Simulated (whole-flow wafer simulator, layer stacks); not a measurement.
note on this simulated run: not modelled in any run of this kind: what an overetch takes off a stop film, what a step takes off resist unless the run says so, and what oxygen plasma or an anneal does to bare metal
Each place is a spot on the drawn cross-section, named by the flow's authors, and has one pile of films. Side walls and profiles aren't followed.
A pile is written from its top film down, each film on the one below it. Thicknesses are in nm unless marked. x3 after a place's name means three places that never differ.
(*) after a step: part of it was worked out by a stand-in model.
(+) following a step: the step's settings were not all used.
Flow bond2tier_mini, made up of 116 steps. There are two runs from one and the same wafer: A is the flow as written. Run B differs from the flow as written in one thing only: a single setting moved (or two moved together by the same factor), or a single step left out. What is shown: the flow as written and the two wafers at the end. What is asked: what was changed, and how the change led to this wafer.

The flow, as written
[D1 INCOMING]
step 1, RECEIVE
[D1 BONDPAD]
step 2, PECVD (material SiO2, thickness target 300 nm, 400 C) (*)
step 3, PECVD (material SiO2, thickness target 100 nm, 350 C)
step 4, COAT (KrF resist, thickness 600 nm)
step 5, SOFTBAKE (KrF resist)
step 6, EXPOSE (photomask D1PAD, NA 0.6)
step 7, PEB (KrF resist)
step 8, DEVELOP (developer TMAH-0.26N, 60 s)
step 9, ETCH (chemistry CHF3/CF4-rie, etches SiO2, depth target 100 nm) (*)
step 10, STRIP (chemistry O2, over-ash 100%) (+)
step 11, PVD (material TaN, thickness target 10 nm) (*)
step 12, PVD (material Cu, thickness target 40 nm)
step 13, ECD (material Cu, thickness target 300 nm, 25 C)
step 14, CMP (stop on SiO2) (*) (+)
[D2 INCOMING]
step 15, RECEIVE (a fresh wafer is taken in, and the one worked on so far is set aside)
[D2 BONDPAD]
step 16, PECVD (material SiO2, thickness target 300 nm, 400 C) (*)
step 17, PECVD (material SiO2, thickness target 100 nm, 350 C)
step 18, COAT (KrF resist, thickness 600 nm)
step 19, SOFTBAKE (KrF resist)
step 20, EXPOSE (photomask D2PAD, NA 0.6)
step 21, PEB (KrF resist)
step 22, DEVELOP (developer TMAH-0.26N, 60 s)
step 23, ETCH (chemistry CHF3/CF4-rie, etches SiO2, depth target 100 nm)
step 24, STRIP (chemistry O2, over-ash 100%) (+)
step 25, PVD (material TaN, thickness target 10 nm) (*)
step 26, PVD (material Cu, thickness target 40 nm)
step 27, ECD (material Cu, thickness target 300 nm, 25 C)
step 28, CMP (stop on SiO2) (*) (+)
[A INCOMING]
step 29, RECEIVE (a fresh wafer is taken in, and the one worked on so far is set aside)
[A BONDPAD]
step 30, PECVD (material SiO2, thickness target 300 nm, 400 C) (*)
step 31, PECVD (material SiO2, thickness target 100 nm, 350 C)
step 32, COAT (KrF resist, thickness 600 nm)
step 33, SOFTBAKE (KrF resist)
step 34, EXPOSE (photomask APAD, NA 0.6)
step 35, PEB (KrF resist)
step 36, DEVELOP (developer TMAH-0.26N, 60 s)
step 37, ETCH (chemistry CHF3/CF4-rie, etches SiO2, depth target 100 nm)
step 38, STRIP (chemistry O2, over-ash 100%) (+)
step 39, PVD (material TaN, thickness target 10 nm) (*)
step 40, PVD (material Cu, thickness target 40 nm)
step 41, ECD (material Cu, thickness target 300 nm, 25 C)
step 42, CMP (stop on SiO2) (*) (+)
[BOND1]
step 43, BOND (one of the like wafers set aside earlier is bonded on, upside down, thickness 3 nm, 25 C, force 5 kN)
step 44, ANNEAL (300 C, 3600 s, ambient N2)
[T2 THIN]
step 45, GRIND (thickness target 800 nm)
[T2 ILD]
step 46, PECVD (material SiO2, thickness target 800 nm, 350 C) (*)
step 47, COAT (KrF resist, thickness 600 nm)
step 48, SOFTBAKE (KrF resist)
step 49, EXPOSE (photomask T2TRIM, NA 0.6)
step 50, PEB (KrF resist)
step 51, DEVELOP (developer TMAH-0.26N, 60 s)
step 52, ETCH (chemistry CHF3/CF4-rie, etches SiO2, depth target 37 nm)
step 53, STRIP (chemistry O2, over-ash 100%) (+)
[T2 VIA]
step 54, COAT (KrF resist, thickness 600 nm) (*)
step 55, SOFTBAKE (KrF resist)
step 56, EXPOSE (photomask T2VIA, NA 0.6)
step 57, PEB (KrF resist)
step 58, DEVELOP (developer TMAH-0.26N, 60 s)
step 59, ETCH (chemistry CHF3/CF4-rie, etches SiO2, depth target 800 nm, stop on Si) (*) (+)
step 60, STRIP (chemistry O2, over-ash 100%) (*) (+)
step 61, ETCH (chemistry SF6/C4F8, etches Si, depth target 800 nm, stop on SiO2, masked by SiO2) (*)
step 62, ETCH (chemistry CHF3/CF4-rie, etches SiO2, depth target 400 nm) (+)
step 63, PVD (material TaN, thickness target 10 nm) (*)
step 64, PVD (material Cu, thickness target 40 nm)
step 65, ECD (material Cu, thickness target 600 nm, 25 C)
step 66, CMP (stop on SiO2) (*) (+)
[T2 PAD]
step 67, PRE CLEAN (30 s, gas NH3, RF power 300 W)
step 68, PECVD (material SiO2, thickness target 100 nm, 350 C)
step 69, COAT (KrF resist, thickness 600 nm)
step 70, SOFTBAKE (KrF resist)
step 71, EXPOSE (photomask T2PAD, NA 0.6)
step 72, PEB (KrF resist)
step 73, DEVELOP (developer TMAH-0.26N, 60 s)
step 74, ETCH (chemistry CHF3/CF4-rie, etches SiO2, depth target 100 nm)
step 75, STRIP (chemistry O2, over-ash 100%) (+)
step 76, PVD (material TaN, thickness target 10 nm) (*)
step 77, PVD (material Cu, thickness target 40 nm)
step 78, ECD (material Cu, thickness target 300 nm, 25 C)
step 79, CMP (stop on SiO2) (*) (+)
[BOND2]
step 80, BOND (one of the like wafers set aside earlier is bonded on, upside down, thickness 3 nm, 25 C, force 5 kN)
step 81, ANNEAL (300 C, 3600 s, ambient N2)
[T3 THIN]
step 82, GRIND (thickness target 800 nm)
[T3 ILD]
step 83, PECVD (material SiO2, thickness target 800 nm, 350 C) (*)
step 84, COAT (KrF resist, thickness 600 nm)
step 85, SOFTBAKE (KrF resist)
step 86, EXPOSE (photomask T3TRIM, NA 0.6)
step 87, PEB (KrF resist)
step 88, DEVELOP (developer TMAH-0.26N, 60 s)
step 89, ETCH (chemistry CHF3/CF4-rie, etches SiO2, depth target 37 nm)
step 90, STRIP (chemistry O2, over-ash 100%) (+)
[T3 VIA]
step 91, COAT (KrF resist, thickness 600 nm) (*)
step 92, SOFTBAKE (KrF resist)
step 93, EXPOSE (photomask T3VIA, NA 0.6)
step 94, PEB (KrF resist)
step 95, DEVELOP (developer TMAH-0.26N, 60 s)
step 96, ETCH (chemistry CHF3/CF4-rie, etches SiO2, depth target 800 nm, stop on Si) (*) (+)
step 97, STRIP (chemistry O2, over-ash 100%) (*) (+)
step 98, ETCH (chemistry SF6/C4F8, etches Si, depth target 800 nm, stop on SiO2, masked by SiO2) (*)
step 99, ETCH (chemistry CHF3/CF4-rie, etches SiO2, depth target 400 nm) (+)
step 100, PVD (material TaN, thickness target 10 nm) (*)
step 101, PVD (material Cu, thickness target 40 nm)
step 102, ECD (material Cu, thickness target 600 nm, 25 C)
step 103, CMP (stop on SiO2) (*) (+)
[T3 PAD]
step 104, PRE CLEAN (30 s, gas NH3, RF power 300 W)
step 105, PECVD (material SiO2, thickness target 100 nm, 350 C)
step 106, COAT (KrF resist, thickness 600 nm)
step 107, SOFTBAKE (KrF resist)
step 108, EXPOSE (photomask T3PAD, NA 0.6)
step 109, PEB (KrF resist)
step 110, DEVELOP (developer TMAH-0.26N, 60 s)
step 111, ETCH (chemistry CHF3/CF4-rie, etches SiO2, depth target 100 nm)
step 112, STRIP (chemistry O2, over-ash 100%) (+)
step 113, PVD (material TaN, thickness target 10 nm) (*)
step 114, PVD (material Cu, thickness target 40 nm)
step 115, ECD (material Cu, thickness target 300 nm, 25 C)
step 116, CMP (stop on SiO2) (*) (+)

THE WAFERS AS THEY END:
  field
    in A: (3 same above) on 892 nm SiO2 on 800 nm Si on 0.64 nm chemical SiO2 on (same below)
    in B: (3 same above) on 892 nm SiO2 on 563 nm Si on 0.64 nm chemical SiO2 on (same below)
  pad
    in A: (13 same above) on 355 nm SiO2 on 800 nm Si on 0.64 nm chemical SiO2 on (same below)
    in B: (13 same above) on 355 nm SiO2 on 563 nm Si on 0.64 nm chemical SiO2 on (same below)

The reason: step 45, GRIND: thickness target 563 nm was run, while the flow as written has thickness target 800 nm.
The wafer lets one read it off: field has Si 563, and step 45 as written asks for 800 nm.

The path from the change to this, step by step:
  step 45, GRIND (thickness target 800 nm)
      field, pad, via: A -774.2 um Si | B -774.44 um Si
